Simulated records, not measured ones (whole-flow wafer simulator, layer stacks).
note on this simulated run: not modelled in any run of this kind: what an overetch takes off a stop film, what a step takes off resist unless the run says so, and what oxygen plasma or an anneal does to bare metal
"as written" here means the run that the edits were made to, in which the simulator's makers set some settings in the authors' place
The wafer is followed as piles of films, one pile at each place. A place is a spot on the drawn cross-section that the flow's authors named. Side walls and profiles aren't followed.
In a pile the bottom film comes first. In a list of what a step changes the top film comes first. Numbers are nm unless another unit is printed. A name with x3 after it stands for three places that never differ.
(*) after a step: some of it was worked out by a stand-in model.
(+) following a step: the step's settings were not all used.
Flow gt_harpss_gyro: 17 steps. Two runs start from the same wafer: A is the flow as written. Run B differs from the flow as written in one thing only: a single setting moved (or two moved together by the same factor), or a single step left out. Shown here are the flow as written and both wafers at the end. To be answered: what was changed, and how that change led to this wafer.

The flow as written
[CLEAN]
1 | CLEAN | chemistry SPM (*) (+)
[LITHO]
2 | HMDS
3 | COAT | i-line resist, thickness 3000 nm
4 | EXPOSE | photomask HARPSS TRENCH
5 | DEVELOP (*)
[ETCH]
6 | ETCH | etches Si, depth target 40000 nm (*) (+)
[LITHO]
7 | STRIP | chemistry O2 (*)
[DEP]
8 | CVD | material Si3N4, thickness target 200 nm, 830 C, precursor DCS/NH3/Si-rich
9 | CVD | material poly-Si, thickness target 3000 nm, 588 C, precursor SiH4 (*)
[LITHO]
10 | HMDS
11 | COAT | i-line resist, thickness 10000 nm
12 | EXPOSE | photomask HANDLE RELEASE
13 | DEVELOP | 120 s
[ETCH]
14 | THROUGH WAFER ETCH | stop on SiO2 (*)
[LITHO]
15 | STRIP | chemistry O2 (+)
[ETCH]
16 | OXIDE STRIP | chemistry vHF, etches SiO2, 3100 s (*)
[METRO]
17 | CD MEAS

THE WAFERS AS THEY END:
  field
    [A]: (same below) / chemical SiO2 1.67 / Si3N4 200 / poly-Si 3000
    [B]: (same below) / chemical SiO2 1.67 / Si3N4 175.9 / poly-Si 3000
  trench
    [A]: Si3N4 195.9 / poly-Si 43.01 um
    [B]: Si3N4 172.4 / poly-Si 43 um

Cause: step 8, CVD: thickness target 175.9 nm was run, whereas the flow has thickness target 200 nm.
One can read it off the wafer: field has Si3N4 175.9, and step 8 as written asks for 200 nm.

How this came from the change, step by step:
  8 | CVD | material Si3N4, thickness target 200 nm, 830 C, precursor DCS/NH3/Si-rich
      field: A Si3N4 gains 200 (new film) | B Si3N4 gains 175.9 (new film)
      trench: A Si3N4 gains 195.9 (new film) | B Si3N4 gains 172.4 (new film)
  9 | CVD | material poly-Si, thickness target 3000 nm, 588 C, precursor SiH4 (*)
      trench: A poly-Si gains 43.01 um (new film) | B poly-Si gains 43 um (new film)
